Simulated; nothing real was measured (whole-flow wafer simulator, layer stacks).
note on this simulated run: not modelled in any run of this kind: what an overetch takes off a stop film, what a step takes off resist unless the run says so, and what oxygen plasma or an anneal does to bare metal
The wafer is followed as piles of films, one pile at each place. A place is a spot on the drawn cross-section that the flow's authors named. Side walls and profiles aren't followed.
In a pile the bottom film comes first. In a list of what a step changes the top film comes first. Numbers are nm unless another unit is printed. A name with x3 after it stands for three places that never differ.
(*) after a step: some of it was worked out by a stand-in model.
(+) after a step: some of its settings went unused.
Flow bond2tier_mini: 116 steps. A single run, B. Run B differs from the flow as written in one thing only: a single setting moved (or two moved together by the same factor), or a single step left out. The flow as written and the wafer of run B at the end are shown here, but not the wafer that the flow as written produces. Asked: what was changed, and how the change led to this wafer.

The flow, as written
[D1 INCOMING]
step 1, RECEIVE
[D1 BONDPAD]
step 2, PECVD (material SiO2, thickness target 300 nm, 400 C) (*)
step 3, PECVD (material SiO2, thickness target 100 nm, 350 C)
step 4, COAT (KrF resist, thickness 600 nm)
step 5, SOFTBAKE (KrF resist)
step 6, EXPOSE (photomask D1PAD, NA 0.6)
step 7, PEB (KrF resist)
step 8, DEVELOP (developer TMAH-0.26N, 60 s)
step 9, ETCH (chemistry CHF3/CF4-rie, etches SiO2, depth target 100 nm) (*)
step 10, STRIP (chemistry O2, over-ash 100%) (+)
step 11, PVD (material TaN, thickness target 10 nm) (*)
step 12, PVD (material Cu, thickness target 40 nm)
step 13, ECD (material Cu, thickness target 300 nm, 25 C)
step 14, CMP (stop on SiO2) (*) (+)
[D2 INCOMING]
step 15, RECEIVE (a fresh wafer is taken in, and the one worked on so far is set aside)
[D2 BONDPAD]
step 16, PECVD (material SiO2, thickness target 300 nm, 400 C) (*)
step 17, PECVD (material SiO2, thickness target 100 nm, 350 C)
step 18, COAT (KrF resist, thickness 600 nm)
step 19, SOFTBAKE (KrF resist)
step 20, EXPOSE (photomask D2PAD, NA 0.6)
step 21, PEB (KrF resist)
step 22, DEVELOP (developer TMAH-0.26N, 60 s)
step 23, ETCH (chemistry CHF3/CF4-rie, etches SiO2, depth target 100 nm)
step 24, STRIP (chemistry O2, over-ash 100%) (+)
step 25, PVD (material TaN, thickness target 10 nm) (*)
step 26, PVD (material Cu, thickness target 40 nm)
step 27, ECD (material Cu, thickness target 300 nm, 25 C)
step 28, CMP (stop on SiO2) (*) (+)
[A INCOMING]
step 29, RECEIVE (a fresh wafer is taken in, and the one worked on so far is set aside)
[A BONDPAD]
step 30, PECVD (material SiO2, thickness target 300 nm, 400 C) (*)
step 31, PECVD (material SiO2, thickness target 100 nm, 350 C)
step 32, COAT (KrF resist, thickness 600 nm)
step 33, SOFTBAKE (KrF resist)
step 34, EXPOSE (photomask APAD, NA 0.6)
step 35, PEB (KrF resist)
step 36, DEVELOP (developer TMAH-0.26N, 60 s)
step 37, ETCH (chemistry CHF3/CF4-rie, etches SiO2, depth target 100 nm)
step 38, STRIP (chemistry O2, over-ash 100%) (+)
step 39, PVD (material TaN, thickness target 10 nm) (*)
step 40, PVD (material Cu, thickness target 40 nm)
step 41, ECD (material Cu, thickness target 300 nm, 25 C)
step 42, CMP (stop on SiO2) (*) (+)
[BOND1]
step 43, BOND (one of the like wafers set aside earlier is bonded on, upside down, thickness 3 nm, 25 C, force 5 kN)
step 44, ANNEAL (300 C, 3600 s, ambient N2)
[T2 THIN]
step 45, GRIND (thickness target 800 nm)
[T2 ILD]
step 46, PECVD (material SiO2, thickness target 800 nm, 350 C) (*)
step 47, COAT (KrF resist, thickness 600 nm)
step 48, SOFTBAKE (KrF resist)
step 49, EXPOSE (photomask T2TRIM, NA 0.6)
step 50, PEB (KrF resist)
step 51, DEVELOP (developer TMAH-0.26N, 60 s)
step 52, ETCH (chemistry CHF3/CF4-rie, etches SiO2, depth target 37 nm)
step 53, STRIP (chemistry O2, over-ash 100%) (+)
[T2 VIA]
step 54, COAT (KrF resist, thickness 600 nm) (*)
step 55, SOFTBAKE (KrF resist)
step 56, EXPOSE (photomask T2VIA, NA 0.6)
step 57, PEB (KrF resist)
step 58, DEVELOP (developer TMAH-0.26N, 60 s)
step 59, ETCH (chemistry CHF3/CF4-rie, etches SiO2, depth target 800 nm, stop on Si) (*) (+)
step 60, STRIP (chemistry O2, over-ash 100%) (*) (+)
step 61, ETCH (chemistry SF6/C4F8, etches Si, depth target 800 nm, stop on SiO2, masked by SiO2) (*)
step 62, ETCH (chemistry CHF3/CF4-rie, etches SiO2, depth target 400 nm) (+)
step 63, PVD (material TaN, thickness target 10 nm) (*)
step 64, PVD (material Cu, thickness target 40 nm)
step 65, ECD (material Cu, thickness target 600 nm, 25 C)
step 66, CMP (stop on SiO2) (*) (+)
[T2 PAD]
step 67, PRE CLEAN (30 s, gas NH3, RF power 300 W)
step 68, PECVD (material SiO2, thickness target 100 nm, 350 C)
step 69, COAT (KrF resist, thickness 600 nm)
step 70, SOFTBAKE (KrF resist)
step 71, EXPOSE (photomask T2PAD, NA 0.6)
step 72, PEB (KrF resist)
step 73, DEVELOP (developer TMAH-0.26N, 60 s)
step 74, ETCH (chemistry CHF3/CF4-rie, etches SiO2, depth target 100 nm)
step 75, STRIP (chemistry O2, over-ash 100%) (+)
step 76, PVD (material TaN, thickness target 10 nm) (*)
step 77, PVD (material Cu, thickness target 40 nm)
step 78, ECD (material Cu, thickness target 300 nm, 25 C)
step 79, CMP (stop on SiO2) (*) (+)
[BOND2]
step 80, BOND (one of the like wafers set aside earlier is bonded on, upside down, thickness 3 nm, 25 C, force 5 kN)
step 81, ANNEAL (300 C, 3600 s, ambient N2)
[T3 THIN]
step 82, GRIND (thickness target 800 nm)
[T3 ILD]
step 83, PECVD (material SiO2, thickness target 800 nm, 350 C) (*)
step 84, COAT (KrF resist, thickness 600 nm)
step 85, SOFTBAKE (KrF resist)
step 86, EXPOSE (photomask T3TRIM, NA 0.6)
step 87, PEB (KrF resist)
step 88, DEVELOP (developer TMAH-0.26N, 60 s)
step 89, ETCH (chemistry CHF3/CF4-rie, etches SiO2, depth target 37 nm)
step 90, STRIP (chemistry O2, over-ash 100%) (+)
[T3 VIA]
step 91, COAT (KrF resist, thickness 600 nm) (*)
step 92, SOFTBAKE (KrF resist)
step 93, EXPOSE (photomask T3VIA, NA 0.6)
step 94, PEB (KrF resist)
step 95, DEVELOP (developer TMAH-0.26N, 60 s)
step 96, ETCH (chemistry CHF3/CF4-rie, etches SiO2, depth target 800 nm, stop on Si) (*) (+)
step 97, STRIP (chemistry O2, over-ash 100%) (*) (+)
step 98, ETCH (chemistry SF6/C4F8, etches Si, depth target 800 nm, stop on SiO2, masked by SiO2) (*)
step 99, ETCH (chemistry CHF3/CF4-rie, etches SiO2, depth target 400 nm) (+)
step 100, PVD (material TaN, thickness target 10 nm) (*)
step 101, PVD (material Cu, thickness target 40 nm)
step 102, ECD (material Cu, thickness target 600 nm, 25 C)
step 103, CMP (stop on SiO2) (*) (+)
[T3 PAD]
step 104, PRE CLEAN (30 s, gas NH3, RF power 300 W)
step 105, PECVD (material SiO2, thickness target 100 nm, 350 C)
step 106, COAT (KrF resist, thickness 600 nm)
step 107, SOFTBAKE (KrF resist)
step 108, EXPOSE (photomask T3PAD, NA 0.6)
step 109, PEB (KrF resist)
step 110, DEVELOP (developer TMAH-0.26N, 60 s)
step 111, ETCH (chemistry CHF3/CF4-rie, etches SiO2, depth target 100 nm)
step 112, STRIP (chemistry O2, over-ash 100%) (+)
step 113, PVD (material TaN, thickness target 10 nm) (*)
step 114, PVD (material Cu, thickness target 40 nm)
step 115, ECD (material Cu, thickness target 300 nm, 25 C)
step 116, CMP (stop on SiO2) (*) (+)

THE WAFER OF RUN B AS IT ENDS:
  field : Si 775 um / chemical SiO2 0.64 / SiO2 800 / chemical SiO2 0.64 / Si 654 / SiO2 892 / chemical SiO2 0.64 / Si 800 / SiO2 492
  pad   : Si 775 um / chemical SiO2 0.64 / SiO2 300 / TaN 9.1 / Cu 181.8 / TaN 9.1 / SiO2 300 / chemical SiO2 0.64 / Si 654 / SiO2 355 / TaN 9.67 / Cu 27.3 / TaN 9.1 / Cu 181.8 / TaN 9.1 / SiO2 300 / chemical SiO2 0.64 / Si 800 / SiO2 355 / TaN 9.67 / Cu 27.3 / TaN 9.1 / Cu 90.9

Cause: step 45, GRIND: thickness target 654 nm was run, though the flow has thickness target 800 nm.
One can read it off the wafer: field has Si 654, and step 45 as written asks for 800 nm.

The path from the change to this, step by step:
  step 45, GRIND (thickness target 800 nm)
      field, pad, via: Si loses 774.35 um (in the flow as written it would be: Si loses 774.2 um)
